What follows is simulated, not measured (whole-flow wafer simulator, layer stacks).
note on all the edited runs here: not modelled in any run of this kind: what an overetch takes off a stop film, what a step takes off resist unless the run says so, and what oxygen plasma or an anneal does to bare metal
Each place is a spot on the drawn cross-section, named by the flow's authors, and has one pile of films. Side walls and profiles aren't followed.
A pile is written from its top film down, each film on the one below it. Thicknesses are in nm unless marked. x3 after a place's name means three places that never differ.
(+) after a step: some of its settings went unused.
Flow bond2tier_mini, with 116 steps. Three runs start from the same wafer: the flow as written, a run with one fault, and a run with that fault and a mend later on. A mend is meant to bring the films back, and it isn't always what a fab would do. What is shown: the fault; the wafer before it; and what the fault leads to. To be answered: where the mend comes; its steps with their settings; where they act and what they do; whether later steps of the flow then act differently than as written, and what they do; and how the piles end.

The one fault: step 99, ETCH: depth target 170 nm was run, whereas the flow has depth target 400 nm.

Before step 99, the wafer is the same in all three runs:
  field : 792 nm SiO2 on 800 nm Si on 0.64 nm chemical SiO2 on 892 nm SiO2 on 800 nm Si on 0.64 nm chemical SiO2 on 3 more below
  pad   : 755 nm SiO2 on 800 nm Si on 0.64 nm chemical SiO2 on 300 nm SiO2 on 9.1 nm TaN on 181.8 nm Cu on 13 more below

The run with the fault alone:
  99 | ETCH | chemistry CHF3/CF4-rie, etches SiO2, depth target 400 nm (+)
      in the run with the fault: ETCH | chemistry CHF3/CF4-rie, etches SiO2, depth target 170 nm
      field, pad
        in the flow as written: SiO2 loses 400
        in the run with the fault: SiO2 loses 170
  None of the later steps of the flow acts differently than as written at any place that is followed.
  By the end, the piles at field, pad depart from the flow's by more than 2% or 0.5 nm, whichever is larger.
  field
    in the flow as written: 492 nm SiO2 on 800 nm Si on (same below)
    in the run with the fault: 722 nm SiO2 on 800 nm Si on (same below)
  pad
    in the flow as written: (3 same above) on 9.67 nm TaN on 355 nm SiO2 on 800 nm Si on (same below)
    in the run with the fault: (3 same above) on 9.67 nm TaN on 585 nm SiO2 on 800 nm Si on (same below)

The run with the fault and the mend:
  After step 99 comes the mend.
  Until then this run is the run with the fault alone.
  99a | ETCH | chemistry CHF3/CF4-rie, etches SiO2, depth target 230 nm (+) (a further turn of the flow's step 99, with different settings)
      field, pad
        SiO2 loses 230
  None of the later steps of the flow acts differently than as written at any place that is followed.
  By the end, the piles equal the flow's at every place that both follow.
